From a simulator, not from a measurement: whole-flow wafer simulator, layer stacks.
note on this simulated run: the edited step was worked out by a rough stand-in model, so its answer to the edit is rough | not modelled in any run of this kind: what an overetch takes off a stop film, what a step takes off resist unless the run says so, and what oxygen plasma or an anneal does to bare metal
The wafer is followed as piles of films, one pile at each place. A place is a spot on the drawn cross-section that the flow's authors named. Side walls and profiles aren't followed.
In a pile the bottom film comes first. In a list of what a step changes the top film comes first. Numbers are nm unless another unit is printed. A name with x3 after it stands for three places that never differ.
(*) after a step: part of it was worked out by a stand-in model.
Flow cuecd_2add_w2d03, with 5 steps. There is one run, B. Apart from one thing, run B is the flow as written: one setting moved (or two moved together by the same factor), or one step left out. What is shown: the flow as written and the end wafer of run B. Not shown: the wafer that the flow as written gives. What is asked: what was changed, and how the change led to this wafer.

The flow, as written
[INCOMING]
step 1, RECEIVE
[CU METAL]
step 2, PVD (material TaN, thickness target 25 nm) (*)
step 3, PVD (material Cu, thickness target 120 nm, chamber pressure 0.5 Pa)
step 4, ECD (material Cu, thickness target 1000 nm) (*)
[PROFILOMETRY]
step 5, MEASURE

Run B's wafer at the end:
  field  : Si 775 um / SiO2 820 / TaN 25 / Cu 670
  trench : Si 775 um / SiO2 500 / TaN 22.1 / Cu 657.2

Cause: step 4, ECD: thickness target 550 nm was run, though the flow has thickness target 1000 nm.

How this came from the change, step by step:
  step 4, ECD (material Cu, thickness target 1000 nm) (*)
      field, trench: Cu gains 550 (as written it would have been: Cu gains 1000)
